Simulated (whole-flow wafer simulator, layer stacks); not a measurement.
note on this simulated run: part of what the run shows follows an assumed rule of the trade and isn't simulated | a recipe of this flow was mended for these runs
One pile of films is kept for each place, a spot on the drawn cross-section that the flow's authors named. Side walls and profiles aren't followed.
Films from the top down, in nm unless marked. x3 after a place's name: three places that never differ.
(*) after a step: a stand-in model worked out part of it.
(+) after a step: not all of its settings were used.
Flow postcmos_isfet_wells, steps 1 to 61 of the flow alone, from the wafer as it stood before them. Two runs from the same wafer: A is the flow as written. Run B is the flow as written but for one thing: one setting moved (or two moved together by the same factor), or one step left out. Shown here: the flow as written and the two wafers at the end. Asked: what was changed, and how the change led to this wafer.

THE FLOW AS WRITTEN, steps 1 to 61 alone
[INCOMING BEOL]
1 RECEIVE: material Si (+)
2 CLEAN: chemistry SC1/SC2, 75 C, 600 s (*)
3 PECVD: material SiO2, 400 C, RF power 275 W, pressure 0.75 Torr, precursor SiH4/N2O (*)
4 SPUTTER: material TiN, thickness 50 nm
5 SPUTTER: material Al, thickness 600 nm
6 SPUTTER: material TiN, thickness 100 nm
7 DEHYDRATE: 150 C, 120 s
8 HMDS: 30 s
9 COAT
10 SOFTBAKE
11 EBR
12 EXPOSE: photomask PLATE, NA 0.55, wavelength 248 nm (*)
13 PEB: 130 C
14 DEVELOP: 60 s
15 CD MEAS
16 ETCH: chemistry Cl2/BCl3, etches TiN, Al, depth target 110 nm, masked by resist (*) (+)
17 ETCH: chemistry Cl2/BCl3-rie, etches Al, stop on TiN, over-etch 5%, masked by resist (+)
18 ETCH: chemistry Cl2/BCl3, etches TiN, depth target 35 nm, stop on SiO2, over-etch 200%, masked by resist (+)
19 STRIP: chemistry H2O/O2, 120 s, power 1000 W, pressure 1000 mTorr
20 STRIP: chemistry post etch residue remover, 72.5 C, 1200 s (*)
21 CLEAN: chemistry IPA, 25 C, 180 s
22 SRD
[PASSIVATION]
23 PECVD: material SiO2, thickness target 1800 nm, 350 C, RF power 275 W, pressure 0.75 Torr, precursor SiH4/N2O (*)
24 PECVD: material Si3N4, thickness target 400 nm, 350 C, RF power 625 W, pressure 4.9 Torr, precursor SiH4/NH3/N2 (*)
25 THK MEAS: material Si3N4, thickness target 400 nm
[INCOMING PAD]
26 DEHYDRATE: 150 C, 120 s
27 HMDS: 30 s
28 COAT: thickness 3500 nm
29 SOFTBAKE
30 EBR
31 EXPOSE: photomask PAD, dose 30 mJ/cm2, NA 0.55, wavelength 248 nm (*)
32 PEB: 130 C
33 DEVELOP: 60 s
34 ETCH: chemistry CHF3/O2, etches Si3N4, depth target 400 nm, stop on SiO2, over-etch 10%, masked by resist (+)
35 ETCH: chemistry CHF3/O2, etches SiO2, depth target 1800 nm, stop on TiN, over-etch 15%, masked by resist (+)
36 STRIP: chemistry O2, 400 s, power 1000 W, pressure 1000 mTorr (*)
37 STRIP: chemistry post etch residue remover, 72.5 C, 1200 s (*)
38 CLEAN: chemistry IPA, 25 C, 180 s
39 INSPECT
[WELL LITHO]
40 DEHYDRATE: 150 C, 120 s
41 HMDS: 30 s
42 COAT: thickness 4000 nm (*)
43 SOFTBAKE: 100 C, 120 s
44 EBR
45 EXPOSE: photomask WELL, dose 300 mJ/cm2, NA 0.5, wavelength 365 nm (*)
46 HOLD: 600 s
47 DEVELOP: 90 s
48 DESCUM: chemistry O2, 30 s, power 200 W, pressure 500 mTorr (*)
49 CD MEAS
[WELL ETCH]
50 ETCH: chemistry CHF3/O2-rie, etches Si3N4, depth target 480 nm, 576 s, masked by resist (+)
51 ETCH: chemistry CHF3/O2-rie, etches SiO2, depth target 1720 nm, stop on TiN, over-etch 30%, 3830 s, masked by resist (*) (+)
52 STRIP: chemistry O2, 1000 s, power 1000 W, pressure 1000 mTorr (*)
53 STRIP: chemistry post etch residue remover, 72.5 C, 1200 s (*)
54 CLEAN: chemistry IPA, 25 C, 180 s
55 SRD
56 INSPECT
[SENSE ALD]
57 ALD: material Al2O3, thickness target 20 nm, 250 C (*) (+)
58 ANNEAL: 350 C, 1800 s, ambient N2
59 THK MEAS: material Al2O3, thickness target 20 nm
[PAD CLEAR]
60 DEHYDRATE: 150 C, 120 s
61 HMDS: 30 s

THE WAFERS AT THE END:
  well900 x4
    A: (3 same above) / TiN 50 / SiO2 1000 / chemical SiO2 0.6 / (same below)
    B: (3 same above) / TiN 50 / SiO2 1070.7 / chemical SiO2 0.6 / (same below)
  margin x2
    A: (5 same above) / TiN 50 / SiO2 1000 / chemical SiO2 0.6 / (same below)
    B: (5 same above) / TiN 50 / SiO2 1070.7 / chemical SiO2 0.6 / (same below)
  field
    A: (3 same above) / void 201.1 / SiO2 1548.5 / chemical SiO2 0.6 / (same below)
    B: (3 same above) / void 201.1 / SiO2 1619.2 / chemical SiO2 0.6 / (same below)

The cause: step 3, PECVD: RF power 319 W was run, where the flow has RF power 275 W.

How the change led to this, step by step:
  3 PECVD: material SiO2, 400 C, RF power 275 W, pressure 0.75 Torr, precursor SiH4/N2O (*)
      field, margin x2, well900 x4, pad_clr, pad_open: A SiO2 +1000 (new film) | B SiO2 +1070.7 (new film)
